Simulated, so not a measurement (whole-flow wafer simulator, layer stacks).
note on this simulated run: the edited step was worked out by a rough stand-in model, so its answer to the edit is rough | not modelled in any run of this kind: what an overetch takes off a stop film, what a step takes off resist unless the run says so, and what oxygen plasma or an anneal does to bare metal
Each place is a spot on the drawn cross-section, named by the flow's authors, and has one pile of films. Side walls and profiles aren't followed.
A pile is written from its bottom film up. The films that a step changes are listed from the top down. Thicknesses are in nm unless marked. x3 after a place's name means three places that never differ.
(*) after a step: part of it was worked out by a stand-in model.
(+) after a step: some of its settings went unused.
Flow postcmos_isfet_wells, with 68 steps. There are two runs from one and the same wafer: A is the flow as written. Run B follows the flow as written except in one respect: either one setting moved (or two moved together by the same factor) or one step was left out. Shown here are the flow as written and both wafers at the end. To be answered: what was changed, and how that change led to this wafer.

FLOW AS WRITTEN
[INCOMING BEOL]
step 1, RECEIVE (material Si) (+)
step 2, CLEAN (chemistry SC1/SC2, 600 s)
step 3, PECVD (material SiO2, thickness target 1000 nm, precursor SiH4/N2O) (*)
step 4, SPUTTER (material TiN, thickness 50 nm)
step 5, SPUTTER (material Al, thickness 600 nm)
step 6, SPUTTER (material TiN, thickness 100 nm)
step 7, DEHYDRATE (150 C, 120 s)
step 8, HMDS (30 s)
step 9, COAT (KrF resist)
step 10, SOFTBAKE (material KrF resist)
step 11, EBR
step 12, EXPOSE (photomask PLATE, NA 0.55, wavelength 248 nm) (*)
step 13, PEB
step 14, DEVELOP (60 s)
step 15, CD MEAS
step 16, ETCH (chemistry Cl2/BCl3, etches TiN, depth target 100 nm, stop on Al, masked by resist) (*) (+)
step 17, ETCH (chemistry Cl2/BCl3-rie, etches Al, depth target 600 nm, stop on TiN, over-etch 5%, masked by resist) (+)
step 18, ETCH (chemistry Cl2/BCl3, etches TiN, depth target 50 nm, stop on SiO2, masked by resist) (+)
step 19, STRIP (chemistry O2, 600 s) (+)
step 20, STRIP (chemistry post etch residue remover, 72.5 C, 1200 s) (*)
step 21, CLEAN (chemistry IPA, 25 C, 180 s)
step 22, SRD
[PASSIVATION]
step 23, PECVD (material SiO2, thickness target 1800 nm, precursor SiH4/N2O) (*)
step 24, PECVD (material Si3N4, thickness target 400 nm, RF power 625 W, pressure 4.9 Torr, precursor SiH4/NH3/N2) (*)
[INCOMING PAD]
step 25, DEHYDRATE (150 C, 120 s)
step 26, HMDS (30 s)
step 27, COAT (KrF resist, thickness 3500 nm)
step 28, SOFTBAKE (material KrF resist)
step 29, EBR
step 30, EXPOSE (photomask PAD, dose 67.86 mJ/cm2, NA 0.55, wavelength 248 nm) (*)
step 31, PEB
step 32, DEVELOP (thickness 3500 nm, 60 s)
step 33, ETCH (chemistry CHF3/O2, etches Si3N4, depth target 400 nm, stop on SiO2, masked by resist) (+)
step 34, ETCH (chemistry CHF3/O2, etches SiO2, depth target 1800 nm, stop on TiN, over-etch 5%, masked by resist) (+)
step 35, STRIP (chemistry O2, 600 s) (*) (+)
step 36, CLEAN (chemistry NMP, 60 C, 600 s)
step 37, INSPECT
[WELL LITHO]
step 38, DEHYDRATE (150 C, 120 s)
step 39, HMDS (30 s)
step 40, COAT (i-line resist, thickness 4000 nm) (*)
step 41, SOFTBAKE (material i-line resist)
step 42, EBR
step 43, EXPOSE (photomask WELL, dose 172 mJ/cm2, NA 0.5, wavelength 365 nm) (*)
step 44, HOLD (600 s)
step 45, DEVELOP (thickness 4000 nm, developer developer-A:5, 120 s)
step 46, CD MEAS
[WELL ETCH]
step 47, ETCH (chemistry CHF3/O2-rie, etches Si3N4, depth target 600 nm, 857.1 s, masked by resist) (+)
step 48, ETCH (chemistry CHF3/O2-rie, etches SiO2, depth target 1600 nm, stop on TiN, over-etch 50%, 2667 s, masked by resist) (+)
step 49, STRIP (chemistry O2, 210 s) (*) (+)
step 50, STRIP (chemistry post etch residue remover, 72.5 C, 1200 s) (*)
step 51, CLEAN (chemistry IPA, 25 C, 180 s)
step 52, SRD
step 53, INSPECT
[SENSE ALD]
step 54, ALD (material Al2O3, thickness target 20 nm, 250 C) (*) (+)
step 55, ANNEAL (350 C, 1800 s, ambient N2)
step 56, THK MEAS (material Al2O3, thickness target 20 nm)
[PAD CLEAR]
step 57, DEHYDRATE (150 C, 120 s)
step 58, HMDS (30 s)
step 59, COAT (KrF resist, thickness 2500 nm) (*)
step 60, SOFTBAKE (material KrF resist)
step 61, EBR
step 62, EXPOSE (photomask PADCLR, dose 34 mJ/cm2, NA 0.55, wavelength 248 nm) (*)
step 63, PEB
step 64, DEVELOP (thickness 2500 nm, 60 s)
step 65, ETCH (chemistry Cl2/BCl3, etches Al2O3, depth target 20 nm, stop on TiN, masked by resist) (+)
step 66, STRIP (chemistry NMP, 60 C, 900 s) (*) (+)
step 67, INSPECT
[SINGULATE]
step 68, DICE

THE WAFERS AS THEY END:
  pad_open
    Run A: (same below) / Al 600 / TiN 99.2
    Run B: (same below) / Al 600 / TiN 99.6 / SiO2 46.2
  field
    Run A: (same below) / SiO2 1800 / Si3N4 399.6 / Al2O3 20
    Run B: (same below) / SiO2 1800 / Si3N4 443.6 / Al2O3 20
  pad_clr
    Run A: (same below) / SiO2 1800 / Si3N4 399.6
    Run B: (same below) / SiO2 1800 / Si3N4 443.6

What caused this: step 24, PECVD: thickness target 444 nm was run, though the flow has thickness target 400 nm.

How this came from the change, step by step:
  step 24, PECVD (material Si3N4, thickness target 400 nm, RF power 625 W, pressure 4.9 Torr, precursor SiH4/NH3/N2) (*)
      field, margin, well900, well1300 x3, pad_rim, pad_clr, pad_open: A +400 Si3N4 (new film) | B +444 Si3N4 (new film)
  step 33, ETCH (chemistry CHF3/O2, etches Si3N4, depth target 400 nm, stop on SiO2, masked by resist) (+)
      pad_open: A -400 Si3N4 (all of it) | B -400 Si3N4
  step 34, ETCH (chemistry CHF3/O2, etches SiO2, depth target 1800 nm, stop on TiN, over-etch 5%, masked by resist) (+)
      pad_open: A -1800 SiO2 (all of it) | B -44 Si3N4 (all of it), -1753.8 SiO2
  step 47, ETCH (chemistry CHF3/O2-rie, etches Si3N4, depth target 600 nm, 857.1 s, masked by resist) (+)
      well900, well1300 x3: A -400 Si3N4 (all of it), -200 SiO2 | B -444 Si3N4 (all of it), -156 SiO2
  step 48, ETCH (chemistry CHF3/O2-rie, etches SiO2, depth target 1600 nm, stop on TiN, over-etch 50%, 2667 s, masked by resist) (+)
      well900, well1300 x3: A -1600 SiO2 (all of it) | B -1644 SiO2 (all of it)
